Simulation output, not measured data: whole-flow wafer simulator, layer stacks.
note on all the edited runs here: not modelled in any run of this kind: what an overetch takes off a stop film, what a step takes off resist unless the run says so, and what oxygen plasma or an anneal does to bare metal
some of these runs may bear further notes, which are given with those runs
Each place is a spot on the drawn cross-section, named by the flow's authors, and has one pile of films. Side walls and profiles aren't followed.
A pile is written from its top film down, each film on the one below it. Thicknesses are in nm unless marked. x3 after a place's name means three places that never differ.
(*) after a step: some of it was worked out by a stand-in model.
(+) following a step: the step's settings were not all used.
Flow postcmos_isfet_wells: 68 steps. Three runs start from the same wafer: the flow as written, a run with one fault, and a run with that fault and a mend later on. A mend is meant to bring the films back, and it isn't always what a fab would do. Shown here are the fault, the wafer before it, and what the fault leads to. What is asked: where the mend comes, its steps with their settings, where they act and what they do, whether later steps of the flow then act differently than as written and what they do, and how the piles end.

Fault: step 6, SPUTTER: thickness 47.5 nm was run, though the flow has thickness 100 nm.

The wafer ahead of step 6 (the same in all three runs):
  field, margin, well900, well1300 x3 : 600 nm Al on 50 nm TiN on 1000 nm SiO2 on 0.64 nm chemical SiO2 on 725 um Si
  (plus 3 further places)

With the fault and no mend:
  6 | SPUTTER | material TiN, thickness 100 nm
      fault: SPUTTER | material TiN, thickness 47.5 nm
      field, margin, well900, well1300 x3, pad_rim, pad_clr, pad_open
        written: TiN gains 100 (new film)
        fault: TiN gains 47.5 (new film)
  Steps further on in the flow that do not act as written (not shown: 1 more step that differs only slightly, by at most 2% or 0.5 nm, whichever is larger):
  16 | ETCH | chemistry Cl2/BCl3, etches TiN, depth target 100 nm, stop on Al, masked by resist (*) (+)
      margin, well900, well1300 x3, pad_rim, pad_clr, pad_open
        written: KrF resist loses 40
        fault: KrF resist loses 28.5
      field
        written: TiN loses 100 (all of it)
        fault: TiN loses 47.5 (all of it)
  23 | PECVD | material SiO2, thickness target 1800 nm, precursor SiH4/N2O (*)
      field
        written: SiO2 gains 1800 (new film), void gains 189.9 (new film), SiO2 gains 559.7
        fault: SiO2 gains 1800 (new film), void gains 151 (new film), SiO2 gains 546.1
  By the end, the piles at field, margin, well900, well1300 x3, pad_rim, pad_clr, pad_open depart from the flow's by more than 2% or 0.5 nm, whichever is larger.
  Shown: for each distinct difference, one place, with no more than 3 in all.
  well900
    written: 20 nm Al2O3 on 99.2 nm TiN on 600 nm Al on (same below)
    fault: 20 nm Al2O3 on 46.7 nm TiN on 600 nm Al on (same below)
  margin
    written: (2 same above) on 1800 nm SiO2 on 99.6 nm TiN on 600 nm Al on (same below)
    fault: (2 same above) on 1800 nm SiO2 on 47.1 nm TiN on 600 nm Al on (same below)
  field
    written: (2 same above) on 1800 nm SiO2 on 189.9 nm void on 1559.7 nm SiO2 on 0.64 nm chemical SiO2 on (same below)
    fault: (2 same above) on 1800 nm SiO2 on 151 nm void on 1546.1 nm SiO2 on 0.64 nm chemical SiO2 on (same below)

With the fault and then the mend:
  The mend stands after step 6.
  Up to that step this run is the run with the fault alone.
  6a | SPUTTER | material TiN, thickness 52.5 nm (the flow's step 6 again, with other settings)
      field, margin, well900, well1300 x3, pad_rim, pad_clr, pad_open
        TiN gains 52.5
  Every later step of the flow that is run acts as written at every place that is followed.
  The piles end the same as the flow's at every place that both follow.
